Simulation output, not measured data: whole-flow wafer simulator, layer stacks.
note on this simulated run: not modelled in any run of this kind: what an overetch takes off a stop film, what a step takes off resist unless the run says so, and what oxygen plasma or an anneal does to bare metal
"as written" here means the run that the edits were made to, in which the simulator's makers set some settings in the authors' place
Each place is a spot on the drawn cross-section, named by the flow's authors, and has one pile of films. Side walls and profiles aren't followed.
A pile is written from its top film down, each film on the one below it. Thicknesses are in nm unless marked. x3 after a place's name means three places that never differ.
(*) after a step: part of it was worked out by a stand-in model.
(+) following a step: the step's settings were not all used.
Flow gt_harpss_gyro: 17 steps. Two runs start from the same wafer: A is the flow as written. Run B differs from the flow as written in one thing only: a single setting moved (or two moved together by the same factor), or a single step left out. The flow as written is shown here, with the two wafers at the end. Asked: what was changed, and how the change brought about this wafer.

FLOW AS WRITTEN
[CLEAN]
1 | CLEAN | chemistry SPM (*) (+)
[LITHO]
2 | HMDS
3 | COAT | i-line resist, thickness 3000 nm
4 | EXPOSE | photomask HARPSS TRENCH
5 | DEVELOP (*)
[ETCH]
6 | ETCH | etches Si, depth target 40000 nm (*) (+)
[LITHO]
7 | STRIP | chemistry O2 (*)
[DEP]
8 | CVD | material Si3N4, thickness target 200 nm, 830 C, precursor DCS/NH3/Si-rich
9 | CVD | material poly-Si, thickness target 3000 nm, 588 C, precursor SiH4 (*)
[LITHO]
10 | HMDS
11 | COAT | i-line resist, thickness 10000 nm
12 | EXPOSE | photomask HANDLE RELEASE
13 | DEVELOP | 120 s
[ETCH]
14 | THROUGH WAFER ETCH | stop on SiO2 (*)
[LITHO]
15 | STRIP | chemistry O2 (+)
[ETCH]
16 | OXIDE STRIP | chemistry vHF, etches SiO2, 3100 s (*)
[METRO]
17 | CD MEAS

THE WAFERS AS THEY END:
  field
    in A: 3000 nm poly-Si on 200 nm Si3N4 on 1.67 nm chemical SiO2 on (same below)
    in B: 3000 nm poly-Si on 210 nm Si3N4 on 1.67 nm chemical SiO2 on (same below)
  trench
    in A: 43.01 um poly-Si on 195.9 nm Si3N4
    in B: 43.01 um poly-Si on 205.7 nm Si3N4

What caused this: step 8, CVD: thickness target 210 nm was run, while the flow as written has thickness target 200 nm.
One can read it off the wafer: field has Si3N4 210, and step 8 as written asks for 200 nm.

The path from the change to this, step by step:
  8 | CVD | material Si3N4, thickness target 200 nm, 830 C, precursor DCS/NH3/Si-rich
      field: A Si3N4 gains 200 (new film) | B Si3N4 gains 210 (new film)
      trench: A Si3N4 gains 195.9 (new film) | B Si3N4 gains 205.7 (new film)
